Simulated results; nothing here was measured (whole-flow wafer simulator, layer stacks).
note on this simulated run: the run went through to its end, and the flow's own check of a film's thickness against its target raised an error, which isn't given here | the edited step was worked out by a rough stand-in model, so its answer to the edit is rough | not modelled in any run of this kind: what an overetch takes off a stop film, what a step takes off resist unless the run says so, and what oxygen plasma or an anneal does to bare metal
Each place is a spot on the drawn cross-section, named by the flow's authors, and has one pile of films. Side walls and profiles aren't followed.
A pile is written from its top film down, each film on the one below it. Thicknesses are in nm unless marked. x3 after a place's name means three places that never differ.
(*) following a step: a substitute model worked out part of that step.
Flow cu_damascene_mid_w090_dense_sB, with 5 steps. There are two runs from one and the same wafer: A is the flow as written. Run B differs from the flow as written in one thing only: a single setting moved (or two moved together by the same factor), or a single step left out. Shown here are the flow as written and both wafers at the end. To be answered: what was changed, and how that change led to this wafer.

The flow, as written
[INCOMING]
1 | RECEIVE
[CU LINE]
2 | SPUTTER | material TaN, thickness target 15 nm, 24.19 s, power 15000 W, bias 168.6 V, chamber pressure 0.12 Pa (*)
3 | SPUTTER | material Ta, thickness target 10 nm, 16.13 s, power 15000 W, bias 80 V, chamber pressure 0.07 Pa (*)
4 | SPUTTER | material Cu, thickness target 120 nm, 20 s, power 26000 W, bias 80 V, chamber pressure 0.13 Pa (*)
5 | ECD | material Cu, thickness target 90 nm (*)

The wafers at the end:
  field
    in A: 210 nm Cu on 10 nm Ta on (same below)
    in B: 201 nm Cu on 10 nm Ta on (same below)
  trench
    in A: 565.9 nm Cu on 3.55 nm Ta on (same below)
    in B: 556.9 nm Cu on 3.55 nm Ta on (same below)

Cause: step 5, ECD: thickness target 81 nm was run, whereas the flow has thickness target 90 nm.

How this came from the change, step by step:
  5 | ECD | material Cu, thickness target 90 nm (*)
      field: A +90 Cu | B +81 Cu
